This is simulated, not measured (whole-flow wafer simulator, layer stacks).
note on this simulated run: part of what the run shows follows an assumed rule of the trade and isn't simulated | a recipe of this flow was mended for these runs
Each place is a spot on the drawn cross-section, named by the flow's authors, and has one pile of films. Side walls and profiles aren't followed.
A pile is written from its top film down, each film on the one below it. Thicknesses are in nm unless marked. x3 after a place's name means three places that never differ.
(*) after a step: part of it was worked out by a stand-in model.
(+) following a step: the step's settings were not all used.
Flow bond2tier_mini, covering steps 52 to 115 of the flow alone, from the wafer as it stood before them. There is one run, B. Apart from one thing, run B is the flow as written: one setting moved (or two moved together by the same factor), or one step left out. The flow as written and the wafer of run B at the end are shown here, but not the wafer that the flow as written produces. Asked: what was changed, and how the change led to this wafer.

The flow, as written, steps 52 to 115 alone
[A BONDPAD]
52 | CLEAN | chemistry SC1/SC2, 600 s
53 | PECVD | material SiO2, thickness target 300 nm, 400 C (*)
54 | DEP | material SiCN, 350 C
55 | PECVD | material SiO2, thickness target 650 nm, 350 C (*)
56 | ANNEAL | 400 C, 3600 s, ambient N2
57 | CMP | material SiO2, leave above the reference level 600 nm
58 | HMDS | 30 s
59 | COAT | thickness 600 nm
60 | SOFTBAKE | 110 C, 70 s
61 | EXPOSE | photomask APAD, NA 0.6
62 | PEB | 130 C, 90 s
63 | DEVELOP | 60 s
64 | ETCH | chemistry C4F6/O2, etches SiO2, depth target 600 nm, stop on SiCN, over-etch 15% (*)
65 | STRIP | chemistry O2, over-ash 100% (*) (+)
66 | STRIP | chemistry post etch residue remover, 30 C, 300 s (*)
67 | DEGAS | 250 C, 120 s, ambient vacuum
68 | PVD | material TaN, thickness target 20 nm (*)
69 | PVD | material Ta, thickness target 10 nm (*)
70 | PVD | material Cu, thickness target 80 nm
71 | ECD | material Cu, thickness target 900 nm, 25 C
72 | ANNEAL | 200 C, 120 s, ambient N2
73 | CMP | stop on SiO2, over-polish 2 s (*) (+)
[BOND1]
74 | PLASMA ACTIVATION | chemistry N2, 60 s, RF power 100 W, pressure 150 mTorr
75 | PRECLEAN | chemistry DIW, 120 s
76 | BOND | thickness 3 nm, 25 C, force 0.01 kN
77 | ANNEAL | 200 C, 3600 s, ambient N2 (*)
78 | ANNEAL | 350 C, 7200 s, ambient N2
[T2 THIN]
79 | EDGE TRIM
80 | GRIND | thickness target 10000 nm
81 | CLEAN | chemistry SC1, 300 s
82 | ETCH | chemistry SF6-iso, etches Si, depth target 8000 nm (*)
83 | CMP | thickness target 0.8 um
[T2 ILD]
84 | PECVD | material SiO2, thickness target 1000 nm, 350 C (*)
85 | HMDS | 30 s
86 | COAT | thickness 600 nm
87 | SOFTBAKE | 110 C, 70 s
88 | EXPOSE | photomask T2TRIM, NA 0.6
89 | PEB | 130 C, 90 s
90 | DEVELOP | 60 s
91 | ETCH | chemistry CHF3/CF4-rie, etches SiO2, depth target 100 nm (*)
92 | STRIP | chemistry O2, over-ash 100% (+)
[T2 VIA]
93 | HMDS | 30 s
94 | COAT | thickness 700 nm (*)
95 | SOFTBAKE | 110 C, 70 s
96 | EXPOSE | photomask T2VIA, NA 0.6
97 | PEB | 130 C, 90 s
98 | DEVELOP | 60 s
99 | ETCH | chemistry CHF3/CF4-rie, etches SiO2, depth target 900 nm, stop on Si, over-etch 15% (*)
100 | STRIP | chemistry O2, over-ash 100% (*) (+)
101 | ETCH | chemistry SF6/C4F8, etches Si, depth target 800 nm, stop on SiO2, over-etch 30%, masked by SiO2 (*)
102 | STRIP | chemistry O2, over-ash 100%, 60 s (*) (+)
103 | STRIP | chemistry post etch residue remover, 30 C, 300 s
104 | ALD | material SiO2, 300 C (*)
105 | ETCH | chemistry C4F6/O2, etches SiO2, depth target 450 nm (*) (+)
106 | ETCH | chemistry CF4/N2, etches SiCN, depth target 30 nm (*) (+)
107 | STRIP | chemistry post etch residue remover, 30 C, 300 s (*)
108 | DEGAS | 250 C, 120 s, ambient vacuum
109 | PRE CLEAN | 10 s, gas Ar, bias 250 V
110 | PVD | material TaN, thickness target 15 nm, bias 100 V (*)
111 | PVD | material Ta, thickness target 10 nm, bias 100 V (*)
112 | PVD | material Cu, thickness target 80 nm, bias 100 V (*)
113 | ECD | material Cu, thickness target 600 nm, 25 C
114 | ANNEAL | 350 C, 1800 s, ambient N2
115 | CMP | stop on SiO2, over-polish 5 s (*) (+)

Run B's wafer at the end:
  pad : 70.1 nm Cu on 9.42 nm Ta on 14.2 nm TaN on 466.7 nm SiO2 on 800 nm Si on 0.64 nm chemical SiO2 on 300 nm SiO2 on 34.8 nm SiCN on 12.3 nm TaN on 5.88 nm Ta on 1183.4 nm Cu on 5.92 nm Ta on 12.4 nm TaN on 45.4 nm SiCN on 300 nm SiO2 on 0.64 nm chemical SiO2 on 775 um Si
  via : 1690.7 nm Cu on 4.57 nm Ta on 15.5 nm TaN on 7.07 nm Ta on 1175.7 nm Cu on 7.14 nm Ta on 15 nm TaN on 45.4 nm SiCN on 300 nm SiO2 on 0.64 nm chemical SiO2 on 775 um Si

Cause: step 64, ETCH: depth target 545.6 nm was run, while the flow as written has depth target 600 nm.

How this came from the change, step by step:
  64 | ETCH | chemistry C4F6/O2, etches SiO2, depth target 600 nm, stop on SiCN, over-etch 15% (*)
      pad, via: SiO2 loses 600 (all of it), SiCN loses 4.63 (it would be, as written: SiO2 loses 600 (all of it), SiCN loses 15.2)
      field: thick-KrF-resist loses 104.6 (it would be, as written: thick-KrF-resist loses 115)
  65 | STRIP | chemistry O2, over-ash 100% (*) (+)
      field: thick-KrF-resist loses 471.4 (all of it) (it would be, as written: thick-KrF-resist loses 460.9 (all of it))
